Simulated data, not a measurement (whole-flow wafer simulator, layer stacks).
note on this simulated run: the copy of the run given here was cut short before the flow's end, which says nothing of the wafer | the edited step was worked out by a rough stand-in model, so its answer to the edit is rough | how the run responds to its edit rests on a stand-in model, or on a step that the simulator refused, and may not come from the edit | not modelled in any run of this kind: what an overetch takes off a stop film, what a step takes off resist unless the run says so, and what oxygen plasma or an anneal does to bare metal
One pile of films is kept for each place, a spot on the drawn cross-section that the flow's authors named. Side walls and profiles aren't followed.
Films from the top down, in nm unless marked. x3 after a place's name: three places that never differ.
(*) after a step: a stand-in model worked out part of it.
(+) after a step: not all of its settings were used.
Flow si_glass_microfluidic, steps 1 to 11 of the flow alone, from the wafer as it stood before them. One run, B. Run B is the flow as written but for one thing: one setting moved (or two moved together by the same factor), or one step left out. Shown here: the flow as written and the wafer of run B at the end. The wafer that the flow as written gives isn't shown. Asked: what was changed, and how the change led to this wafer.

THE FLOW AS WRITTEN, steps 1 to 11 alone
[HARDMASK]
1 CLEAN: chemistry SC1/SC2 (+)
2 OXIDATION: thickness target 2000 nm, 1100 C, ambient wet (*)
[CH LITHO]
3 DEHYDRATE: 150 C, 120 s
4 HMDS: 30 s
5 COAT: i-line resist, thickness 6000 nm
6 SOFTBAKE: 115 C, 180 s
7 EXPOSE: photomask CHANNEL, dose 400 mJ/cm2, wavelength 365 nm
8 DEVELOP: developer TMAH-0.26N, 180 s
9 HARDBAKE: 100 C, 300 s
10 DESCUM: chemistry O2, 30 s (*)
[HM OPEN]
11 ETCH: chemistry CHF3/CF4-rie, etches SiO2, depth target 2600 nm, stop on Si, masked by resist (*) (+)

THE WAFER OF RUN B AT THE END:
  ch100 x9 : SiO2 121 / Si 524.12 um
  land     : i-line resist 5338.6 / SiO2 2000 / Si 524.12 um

The cause: step 11, ETCH: depth target 1879 nm was run, where the flow has depth target 2600 nm.

How the change led to this, step by step:
  11 ETCH: chemistry CHF3/CF4-rie, etches SiO2, depth target 2600 nm, stop on Si, masked by resist (*) (+)
      ch100 x9: SiO2 -1879 (as written it would be: SiO2 -2000 (all of it))
      land: i-line resist -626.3 (as written it would be: i-line resist -866.7)
